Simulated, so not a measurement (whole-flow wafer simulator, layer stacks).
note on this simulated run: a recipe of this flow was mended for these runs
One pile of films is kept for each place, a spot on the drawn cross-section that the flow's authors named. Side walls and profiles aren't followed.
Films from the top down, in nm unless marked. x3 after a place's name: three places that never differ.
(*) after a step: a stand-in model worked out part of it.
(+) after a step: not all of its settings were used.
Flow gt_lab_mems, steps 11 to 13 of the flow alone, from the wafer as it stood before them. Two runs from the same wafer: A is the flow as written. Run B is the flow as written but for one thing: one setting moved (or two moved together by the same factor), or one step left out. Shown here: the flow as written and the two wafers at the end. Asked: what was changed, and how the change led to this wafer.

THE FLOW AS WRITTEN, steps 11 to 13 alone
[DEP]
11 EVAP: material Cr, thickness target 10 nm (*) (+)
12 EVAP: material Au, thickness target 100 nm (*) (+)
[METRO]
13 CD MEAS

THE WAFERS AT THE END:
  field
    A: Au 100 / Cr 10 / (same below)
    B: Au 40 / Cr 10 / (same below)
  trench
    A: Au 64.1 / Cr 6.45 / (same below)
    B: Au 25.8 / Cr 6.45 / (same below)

The cause: step 12, EVAP: thickness target 40 nm was run, where the flow has thickness target 100 nm.
It can be read off the wafer: field has Au 40, and step 12 as written asks for 100 nm.

How the change led to this, step by step:
  12 EVAP: material Au, thickness target 100 nm (*) (+)
      field: A Au +100 (new film) | B Au +40 (new film)
      trench: A Au +64.1 (new film) | B Au +25.8 (new film)
